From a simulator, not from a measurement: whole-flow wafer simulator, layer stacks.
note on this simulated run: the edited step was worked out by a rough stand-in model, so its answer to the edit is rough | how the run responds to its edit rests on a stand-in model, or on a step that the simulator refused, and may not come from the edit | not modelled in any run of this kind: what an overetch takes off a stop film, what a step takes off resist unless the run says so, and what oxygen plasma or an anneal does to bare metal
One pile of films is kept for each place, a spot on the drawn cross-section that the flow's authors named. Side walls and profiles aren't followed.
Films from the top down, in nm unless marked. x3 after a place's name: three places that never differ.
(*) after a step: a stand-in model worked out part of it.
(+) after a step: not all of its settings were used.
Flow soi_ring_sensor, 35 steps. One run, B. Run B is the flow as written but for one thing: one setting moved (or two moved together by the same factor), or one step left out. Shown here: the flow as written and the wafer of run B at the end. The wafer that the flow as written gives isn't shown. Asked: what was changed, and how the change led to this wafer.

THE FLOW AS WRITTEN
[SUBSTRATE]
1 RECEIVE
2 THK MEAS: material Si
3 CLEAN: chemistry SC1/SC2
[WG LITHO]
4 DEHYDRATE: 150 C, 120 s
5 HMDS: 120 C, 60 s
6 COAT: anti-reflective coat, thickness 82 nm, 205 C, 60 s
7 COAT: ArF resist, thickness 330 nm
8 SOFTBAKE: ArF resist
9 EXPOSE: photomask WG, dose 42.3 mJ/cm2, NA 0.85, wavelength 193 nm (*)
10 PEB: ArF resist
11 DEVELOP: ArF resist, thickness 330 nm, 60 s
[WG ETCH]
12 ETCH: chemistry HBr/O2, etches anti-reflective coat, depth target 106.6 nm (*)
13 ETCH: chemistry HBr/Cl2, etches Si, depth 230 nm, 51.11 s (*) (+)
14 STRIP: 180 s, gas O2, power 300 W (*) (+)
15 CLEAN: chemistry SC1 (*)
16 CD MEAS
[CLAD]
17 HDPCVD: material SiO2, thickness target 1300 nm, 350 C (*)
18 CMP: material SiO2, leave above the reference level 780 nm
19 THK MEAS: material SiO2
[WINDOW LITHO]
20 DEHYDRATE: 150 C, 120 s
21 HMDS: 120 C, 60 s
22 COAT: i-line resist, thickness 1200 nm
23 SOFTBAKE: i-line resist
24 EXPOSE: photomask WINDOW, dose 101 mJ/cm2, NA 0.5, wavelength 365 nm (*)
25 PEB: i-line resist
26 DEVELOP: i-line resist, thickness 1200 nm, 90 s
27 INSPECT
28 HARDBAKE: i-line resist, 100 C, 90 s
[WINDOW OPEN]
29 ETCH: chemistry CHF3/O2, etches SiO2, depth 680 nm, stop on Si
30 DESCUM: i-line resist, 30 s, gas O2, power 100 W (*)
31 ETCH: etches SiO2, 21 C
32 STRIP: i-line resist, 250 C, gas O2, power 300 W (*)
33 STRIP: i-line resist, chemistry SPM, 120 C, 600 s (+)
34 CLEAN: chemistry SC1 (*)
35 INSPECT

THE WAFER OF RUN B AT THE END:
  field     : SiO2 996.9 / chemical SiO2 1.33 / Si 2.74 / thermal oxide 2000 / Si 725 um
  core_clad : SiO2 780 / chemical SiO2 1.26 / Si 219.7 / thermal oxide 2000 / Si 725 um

The cause: step 12, ETCH: depth target 74.6 nm was run, where the flow has depth target 106.6 nm.

How the change led to this, step by step:
  12 ETCH: chemistry HBr/O2, etches anti-reflective coat, depth target 106.6 nm (*)
      gap, window, field, gap_clad: anti-reflective coat -74.6 (as written it would be: anti-reflective coat -82 (all of it), chemical SiO2 -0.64 (all of it))
      core, core_clad: ArF resist -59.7 (as written it would be: ArF resist -85.3)
  13 ETCH: chemistry HBr/Cl2, etches Si, depth 230 nm, 51.11 s (*) (+)
      gap, window, field, gap_clad: anti-reflective coat -7.4 (all of it), chemical SiO2 -0.64 (all of it), Si -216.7 (as written it would be: Si -220 (all of it), thermal oxide -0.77)
  14 STRIP: 180 s, gas O2, power 300 W (*) (+)
      gap, window, field, gap_clad: chemical SiO2 +1.33 (new film), Si -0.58 (as written it would be: nothing)
      core, core_clad: ArF resist -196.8 (all of it), anti-reflective coat -82 (all of it), chemical SiO2 +0.62, Si -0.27 (as written it would be: ArF resist -171.2 (all of it), anti-reflective coat -82 (all of it), chemical SiO2 +0.63, Si -0.28)
